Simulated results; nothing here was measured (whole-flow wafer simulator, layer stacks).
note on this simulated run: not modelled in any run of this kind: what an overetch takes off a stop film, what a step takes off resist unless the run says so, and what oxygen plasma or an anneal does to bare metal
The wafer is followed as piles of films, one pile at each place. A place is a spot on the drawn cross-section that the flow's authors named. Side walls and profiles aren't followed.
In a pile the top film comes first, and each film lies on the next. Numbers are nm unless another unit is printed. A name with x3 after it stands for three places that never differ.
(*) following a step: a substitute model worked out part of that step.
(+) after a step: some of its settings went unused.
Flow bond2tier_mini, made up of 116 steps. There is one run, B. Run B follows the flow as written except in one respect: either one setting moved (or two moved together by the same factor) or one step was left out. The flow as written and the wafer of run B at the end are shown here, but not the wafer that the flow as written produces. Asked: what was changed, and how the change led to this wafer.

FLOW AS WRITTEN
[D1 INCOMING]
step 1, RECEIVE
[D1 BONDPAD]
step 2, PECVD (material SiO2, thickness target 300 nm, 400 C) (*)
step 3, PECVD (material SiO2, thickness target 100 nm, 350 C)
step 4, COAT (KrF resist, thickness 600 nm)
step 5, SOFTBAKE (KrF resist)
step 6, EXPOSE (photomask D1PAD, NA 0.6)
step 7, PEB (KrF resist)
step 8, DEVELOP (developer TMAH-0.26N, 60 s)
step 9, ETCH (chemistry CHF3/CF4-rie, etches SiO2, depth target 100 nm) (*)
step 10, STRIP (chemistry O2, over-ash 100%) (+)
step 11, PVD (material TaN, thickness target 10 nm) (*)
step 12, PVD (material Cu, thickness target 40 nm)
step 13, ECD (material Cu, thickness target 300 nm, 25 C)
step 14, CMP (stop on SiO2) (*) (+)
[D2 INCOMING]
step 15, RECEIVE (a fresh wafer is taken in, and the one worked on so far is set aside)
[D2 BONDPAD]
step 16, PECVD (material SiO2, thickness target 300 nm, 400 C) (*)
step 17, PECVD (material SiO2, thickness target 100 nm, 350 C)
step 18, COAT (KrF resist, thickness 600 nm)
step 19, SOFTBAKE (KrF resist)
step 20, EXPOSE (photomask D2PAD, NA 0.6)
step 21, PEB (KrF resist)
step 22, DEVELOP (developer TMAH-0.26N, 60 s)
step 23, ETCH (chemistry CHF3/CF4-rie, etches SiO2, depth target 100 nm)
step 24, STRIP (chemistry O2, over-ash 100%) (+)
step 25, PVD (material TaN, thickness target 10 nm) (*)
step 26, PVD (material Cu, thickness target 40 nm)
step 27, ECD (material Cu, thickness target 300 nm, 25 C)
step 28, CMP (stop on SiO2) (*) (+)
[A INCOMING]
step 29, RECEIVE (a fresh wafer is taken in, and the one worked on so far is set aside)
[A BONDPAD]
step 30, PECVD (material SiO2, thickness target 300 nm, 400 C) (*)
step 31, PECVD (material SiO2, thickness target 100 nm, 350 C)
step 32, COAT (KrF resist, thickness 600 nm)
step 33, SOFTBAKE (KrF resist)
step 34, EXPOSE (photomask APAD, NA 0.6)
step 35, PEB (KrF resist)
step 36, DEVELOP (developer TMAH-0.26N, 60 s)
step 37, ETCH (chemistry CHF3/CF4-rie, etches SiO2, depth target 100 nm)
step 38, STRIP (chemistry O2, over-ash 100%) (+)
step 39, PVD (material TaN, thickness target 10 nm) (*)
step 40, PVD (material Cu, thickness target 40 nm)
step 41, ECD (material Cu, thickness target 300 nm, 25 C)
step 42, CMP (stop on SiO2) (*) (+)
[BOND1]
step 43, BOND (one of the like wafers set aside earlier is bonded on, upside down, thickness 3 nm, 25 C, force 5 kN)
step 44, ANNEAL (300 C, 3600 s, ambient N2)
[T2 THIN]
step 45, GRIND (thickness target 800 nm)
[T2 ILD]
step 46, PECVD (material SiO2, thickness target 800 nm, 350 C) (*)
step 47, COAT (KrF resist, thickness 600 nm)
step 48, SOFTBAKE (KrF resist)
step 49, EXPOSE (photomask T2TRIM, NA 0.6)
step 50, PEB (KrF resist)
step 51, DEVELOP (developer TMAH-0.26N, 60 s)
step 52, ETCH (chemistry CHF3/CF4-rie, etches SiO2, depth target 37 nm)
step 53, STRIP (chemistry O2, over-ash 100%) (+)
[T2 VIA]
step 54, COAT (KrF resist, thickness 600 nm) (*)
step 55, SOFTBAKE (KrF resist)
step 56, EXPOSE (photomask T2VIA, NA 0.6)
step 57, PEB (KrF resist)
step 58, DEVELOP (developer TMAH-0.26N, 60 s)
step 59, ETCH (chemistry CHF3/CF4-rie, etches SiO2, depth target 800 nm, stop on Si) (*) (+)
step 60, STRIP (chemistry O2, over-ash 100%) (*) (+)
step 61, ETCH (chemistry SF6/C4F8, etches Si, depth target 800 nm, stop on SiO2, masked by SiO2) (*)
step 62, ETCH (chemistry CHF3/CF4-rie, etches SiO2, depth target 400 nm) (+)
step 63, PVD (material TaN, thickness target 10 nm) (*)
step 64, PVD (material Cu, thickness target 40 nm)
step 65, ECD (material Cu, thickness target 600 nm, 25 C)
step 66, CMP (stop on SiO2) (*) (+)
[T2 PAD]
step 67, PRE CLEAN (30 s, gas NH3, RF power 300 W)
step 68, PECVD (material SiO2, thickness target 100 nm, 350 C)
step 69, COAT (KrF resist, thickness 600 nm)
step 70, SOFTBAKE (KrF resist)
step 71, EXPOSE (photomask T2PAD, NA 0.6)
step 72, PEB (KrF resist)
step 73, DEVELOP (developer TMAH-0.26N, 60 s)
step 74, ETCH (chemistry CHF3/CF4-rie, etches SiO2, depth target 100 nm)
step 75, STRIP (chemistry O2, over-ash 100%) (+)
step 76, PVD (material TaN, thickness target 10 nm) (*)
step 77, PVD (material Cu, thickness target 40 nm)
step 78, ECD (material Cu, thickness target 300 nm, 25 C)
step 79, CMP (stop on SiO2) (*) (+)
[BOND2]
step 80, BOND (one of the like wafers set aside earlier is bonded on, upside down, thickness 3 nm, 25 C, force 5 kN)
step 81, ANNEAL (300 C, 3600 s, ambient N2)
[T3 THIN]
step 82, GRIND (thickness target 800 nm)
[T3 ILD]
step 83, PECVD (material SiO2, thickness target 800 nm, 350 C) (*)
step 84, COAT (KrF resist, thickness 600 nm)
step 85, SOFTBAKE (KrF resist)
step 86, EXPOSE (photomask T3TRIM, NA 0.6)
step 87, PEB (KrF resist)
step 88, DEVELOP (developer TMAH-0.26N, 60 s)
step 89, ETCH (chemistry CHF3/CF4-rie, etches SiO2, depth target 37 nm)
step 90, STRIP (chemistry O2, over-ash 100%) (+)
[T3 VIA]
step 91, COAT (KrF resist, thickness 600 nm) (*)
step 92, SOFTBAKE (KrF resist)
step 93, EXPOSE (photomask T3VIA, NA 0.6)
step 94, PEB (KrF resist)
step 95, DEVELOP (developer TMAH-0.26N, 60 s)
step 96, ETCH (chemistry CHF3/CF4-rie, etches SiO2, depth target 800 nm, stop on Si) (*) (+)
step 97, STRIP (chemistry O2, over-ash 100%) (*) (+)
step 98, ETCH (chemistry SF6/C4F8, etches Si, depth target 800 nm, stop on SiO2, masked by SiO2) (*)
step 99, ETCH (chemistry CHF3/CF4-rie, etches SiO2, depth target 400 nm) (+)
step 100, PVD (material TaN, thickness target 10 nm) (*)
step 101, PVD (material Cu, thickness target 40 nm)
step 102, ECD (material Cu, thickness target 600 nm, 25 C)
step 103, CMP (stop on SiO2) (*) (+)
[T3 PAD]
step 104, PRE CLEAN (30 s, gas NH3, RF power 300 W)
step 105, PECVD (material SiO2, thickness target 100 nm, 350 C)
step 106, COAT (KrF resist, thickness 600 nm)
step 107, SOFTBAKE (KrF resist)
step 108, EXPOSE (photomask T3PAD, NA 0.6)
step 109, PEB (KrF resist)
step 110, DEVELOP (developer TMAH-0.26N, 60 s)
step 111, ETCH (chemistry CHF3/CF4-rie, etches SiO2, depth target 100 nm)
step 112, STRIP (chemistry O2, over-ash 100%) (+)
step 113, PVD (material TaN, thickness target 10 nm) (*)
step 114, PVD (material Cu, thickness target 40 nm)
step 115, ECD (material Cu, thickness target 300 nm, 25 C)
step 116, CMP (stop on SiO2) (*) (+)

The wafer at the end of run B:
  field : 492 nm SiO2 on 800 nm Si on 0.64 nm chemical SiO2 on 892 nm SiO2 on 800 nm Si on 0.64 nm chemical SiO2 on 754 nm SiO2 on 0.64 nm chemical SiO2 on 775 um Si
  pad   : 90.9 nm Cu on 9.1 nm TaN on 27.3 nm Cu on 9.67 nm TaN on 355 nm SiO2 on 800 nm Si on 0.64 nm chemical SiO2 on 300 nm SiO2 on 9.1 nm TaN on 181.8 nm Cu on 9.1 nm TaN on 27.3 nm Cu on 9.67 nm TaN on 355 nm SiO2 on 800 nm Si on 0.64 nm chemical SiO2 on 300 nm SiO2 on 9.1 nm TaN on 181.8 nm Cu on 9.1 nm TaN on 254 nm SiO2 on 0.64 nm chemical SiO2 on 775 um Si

What caused this: step 31, PECVD: thickness target 54 nm was run, while the flow as written has thickness target 100 nm.

Step by step, how the change led to this:
  step 31, PECVD (material SiO2, thickness target 100 nm, 350 C)
      field, pad, via: SiO2 gains 54 (it would be, as written: SiO2 gains 100)
